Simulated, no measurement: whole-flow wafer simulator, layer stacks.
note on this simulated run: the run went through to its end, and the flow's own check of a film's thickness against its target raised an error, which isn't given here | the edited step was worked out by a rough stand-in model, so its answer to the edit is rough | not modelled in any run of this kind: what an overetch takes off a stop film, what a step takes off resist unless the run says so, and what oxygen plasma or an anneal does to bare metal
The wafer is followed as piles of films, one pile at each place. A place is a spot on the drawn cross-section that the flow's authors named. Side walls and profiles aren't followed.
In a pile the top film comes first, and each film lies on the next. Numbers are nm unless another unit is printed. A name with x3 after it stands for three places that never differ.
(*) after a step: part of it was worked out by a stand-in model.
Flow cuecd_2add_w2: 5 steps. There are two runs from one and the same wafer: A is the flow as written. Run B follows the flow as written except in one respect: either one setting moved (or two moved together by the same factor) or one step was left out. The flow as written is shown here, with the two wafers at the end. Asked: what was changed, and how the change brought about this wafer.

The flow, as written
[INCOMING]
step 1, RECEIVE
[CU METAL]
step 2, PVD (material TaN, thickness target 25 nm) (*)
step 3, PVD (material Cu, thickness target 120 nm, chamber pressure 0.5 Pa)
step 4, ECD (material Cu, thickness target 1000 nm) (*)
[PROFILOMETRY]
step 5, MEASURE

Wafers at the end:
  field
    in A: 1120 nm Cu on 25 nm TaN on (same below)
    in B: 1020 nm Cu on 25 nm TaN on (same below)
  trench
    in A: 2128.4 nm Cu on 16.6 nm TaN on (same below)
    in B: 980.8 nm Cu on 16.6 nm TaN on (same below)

Cause: step 4, ECD: thickness target 900 nm was run, though the flow has thickness target 1000 nm.

How this came from the change, step by step:
  step 4, ECD (material Cu, thickness target 1000 nm) (*)
      field: A +1000 Cu | B +900 Cu
      trench: A +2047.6 Cu | B +900 Cu
